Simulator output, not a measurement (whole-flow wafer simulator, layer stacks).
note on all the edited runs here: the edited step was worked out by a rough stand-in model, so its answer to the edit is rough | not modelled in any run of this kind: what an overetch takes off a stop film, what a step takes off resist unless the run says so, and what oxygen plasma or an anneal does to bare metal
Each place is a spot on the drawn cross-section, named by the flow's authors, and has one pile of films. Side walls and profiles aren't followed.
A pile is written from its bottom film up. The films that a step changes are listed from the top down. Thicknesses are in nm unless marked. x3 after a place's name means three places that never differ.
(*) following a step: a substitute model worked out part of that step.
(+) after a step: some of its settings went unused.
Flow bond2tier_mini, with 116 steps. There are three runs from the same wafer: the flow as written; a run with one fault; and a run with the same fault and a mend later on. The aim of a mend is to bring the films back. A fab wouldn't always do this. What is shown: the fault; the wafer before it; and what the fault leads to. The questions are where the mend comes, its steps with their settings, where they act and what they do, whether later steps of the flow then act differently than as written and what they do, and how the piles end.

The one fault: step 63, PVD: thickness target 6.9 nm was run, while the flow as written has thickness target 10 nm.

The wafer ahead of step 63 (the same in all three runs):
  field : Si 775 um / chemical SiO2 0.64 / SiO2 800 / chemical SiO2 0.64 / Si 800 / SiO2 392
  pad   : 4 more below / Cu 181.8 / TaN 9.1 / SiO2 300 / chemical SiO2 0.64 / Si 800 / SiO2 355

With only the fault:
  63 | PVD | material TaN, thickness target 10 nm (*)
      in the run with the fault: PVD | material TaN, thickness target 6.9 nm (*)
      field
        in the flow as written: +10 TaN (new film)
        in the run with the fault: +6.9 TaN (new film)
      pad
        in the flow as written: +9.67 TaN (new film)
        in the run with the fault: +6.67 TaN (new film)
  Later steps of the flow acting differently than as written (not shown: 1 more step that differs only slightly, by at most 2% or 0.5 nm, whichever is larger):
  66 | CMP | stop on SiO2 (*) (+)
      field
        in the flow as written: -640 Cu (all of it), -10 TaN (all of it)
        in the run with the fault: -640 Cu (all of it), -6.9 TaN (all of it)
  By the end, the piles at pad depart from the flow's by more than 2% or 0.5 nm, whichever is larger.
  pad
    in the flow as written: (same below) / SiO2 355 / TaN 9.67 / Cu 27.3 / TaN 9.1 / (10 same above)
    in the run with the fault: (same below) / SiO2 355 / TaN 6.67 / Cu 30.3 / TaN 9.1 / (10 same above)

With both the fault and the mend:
  The mend follows step 63.
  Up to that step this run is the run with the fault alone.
  63a | PVD | material TaN, thickness target 3.1 nm (*) (the flow's step 63, run once more with other settings)
      field
        +3.1 TaN
      pad
        +3 TaN
  Later steps of the flow that are run all act as written at every place that is followed.
  By the end, the piles equal the flow's at every place that both follow.
